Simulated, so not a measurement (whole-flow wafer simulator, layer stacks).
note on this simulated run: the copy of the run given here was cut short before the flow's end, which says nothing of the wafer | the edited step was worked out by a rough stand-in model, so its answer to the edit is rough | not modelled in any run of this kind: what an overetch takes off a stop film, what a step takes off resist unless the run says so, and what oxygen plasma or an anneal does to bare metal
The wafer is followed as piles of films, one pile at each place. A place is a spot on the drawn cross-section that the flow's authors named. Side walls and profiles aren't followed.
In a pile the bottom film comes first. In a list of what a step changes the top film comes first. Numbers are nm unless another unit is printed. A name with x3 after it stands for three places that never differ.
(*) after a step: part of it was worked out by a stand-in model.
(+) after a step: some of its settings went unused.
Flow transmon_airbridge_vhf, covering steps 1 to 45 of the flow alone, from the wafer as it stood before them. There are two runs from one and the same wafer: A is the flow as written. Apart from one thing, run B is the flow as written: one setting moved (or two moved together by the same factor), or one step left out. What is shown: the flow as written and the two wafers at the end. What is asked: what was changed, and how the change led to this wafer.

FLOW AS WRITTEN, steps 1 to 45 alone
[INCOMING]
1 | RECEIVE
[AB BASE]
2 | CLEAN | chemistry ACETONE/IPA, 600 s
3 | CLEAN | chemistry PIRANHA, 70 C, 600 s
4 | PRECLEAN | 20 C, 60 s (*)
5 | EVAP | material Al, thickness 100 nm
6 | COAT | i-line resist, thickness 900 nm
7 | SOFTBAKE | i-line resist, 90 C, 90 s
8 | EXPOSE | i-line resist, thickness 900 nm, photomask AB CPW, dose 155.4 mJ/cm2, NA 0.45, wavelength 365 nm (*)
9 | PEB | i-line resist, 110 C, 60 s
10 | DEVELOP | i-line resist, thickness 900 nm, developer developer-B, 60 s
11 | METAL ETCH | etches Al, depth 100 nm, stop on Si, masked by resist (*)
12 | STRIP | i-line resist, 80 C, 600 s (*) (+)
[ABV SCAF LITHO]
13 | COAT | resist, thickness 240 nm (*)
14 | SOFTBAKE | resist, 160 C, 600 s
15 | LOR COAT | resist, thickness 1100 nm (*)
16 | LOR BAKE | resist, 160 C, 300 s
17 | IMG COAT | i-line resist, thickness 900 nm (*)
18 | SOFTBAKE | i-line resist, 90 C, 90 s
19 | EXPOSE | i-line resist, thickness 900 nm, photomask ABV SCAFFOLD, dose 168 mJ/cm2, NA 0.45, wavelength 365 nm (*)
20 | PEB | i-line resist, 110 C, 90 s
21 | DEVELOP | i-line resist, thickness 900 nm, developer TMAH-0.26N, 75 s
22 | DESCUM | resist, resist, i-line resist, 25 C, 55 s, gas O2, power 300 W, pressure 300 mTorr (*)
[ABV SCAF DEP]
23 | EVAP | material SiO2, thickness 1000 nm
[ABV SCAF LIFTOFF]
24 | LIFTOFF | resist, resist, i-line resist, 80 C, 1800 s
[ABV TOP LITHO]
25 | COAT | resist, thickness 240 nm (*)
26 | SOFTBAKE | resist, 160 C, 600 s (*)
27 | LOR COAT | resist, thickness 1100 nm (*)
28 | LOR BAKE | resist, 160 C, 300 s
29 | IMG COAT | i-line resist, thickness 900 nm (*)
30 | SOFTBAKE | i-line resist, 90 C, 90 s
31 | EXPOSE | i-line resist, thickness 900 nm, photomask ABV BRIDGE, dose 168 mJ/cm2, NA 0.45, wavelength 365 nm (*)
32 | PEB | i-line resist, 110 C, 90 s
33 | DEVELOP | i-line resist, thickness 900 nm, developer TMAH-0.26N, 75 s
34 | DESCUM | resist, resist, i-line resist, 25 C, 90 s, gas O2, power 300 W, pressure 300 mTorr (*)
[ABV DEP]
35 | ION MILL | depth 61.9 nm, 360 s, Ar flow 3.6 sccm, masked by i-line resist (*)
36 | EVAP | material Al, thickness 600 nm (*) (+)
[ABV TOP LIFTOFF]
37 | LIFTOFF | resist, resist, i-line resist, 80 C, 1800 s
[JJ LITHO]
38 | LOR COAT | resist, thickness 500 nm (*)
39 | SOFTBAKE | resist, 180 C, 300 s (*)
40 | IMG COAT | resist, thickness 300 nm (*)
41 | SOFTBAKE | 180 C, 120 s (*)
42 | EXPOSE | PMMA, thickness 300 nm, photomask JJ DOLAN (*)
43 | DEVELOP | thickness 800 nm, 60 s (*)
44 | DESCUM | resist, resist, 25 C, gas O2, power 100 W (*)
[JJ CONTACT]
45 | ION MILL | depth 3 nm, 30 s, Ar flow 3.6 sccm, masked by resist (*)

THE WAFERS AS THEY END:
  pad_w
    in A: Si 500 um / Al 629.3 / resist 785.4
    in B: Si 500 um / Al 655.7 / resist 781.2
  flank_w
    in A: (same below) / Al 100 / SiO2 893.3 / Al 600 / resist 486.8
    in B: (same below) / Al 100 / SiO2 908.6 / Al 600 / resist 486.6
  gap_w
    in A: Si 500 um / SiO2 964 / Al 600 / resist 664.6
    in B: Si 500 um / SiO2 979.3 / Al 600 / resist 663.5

What caused this: step 35, ION MILL: 207 s was run, though the flow has 360 s.

How this came from the change, step by step:
  35 | ION MILL | depth 61.9 nm, 360 s, Ar flow 3.6 sccm, masked by i-line resist (*)
      field x3, jj_line, ground_far, trace_open_s x2, margin_s, margin_n: A i-line resist loses 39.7 | B i-line resist loses 22.8
      flank_w, gap_w, cpw_trace, gap_e, flank_e, bridge_strip: A SiO2 loses 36 | B SiO2 loses 20.7
      (also at 2 further places)
  37 | LIFTOFF | resist, resist, i-line resist, 80 C, 1800 s
      field x3, jj_line, trace_open_s x2: A Al loses 600 (all of it), i-line resist loses 600 (all of it), resist loses 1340 (all of it) | B Al loses 600 (all of it), i-line resist loses 616.9 (all of it), resist loses 1340 (all of it)
      margin_s, margin_n: A Al loses 600 (all of it), i-line resist loses 318.3 (all of it), resist loses 992 (all of it) | B Al loses 600 (all of it), i-line resist loses 335.2 (all of it), resist loses 992 (all of it)
      (also at 1 further place)
